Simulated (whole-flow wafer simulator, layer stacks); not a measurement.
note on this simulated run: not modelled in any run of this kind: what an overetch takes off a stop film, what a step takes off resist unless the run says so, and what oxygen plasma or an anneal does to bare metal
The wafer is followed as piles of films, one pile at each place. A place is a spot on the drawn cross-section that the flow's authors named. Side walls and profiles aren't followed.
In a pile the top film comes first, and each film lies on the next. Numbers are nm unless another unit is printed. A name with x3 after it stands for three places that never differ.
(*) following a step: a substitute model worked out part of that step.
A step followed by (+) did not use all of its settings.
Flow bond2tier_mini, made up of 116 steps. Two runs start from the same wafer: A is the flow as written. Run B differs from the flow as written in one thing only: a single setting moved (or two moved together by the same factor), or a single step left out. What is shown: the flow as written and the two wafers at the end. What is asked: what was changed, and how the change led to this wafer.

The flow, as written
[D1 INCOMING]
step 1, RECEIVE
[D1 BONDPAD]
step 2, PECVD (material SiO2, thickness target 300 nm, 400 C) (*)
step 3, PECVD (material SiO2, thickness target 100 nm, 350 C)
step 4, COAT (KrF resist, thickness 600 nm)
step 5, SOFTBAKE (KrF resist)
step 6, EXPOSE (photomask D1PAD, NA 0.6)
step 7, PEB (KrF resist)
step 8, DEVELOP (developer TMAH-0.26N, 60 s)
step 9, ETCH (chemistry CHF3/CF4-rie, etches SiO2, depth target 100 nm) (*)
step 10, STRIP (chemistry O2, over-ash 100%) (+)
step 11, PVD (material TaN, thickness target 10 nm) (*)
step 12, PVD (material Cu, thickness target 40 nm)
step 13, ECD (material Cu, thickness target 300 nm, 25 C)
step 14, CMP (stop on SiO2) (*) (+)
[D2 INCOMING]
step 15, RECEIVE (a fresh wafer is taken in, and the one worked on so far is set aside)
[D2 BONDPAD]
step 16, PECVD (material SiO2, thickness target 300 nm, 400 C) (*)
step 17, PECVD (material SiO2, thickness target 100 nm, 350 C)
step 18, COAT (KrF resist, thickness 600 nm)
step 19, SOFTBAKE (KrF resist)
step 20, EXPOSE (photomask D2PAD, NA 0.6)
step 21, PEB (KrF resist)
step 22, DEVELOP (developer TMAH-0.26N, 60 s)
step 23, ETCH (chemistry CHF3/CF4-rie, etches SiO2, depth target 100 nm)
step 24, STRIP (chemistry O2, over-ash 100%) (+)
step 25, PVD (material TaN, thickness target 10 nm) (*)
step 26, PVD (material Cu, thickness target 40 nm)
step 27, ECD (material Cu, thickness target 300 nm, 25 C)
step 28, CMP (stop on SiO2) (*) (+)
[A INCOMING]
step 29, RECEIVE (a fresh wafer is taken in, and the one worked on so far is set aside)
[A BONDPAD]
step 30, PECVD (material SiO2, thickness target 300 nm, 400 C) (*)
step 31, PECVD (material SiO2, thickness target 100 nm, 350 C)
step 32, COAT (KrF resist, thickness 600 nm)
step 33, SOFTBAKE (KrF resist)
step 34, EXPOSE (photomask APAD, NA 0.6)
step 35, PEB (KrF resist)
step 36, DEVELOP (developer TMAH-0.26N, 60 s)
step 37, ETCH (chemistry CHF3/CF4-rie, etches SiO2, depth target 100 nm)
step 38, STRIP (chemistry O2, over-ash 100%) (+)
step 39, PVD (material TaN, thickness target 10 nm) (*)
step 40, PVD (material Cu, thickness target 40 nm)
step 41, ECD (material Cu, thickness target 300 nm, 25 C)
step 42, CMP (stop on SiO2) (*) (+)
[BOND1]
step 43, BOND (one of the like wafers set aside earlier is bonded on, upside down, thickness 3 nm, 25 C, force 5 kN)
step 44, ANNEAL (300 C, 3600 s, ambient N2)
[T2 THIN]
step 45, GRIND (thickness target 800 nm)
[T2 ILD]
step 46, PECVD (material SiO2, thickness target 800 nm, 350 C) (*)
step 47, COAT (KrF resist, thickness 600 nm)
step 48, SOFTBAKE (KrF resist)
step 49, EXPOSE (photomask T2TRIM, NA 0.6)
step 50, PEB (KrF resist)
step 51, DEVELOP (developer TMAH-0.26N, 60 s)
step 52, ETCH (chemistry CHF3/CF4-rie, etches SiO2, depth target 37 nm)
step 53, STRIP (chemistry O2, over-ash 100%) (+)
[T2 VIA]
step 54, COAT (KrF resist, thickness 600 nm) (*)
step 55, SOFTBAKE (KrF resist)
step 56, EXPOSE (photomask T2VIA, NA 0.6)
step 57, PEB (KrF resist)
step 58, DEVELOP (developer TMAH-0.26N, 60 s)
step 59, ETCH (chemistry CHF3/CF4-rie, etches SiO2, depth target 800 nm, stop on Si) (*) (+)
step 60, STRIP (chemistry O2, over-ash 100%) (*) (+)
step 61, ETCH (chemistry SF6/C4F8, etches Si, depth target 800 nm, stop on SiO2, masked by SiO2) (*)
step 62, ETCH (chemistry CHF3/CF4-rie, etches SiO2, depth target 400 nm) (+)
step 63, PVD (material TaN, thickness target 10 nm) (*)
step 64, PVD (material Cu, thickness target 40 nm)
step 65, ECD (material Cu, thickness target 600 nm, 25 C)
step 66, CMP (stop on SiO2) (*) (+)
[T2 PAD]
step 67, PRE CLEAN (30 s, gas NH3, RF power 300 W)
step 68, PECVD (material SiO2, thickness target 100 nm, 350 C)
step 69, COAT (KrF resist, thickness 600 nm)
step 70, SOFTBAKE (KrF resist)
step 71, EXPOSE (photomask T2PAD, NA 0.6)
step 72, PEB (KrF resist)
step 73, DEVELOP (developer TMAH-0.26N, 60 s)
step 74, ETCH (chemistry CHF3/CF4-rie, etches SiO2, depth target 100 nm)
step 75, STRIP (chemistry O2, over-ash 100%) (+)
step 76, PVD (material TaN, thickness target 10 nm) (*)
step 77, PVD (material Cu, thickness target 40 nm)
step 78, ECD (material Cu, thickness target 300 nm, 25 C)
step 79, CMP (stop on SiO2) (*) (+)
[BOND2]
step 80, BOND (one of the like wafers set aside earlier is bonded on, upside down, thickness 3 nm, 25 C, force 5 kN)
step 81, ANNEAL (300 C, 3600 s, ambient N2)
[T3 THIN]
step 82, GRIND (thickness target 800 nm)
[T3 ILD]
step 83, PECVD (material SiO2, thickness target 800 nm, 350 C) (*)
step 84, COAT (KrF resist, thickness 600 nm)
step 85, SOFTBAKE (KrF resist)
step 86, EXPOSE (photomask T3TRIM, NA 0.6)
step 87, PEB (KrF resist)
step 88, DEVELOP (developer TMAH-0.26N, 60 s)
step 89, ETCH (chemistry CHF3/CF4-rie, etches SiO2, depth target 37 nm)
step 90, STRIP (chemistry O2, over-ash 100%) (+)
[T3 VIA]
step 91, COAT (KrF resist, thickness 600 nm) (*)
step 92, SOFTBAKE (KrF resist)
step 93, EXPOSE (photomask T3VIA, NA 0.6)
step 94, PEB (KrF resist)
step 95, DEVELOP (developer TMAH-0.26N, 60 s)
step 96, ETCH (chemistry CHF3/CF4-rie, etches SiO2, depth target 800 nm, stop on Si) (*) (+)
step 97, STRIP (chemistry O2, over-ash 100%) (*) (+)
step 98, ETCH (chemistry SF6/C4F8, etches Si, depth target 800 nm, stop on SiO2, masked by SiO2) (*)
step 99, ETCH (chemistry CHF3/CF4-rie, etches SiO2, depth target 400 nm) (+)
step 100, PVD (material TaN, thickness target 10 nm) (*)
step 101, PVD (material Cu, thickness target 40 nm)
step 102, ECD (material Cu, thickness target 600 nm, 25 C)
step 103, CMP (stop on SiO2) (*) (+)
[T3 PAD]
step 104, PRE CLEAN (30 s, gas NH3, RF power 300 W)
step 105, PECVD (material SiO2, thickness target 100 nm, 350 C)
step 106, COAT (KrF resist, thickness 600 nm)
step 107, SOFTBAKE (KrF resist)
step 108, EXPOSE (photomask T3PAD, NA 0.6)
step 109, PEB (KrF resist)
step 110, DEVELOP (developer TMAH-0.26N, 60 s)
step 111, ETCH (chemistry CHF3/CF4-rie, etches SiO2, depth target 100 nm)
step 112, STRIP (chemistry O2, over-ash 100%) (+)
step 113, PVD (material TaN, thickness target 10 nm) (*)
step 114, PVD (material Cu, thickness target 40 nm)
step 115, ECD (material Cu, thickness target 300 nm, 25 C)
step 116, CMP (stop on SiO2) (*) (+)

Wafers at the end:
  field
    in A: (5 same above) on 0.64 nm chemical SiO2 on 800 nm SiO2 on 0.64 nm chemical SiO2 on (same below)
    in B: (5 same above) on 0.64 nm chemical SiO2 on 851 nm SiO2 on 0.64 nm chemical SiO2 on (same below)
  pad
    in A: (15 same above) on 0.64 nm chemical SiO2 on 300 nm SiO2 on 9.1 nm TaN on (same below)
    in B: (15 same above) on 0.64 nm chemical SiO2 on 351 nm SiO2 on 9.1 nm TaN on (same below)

Cause: step 3, PECVD: thickness target 151 nm was run, whereas the flow has thickness target 100 nm.

Step by step, how the change led to this:
  step 3, PECVD (material SiO2, thickness target 100 nm, 350 C)
      field, pad, via: A +100 SiO2 | B +151 SiO2
  step 43, BOND (one of the like wafers set aside earlier is bonded on, upside down, thickness 3 nm, 25 C, force 5 kN)
      field: A +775 um Si (new film), +0.64 chemical SiO2 (new film), +400 SiO2 | B +775 um Si (new film), +0.64 chemical SiO2 (new film), +451 SiO2
      pad: A +775 um Si (new film), +0.64 chemical SiO2 (new film), +300 SiO2 (new film), +9.1 TaN (new film), +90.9 Cu | B +775 um Si (new film), +0.64 chemical SiO2 (new film), +351 SiO2 (new film), +9.1 TaN (new film), +90.9 Cu
      (also at 1 further place)
